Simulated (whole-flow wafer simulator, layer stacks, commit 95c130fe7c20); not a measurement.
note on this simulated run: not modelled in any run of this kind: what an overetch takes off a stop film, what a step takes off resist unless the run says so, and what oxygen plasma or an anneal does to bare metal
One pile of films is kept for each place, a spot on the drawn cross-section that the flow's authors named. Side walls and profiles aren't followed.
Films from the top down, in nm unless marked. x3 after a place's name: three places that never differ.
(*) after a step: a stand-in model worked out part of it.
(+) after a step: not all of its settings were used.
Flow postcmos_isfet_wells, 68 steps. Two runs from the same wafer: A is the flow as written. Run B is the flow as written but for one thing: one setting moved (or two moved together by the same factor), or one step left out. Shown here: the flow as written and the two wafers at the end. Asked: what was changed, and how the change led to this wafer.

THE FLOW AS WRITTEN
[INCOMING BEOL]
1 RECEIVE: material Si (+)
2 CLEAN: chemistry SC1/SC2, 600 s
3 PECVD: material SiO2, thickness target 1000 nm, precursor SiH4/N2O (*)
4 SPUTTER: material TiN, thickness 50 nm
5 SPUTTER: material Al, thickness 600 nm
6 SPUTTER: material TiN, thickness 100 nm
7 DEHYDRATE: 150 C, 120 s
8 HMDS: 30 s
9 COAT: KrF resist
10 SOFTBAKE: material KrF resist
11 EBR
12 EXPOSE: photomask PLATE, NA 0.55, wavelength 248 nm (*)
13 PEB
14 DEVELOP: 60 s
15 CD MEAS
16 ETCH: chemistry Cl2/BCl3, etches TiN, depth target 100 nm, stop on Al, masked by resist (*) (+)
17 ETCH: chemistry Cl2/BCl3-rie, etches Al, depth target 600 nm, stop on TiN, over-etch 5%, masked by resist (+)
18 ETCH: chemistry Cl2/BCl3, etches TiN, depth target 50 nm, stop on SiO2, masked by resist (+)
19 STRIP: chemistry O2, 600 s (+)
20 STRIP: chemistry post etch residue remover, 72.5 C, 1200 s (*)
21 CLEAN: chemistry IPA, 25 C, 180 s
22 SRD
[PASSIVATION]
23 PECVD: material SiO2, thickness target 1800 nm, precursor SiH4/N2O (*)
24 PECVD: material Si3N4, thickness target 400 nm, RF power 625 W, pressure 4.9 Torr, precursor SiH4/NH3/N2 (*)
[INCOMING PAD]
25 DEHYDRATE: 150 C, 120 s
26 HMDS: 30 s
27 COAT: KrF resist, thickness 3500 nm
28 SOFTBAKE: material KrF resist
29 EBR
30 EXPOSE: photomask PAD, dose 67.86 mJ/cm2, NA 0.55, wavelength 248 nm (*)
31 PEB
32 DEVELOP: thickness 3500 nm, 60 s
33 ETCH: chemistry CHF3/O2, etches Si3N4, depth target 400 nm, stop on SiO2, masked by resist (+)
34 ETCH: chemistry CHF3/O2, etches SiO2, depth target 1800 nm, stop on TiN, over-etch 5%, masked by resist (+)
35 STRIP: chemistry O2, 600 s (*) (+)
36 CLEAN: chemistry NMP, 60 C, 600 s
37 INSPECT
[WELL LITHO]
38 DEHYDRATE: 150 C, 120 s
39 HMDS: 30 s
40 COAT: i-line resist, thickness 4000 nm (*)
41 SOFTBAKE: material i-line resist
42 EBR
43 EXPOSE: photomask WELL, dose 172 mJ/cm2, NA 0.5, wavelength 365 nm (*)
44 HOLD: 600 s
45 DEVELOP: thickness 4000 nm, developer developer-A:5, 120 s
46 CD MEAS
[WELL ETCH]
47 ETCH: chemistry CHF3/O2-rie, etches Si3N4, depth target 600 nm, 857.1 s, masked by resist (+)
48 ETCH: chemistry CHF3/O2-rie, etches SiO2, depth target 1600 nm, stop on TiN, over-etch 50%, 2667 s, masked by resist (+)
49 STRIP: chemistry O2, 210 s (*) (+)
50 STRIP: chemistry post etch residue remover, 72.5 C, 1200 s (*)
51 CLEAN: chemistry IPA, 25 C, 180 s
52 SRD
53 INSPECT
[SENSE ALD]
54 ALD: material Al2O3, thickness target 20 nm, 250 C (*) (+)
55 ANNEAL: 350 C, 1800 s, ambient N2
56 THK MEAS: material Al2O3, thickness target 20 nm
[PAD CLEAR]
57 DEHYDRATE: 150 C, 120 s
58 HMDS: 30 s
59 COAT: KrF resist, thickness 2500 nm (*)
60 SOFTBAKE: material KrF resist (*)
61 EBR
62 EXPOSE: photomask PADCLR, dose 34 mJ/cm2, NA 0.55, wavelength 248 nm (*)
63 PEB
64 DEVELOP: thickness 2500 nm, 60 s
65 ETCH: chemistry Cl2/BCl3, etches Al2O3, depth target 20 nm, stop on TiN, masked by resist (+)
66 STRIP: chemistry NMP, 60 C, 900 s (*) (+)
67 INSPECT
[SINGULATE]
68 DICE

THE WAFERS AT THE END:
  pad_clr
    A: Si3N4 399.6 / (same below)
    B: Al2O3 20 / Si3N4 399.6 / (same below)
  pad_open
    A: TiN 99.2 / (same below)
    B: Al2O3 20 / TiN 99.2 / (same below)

The cause: step 65, ETCH: chemistry Cl2/BCl3, etches Al2O3, depth target 20 nm, stop on TiN, masked by resist (+), was left out.

How the change led to this, step by step:
  (no step that both runs have acts differently by more than 2% or 0.5 nm, whichever is larger)
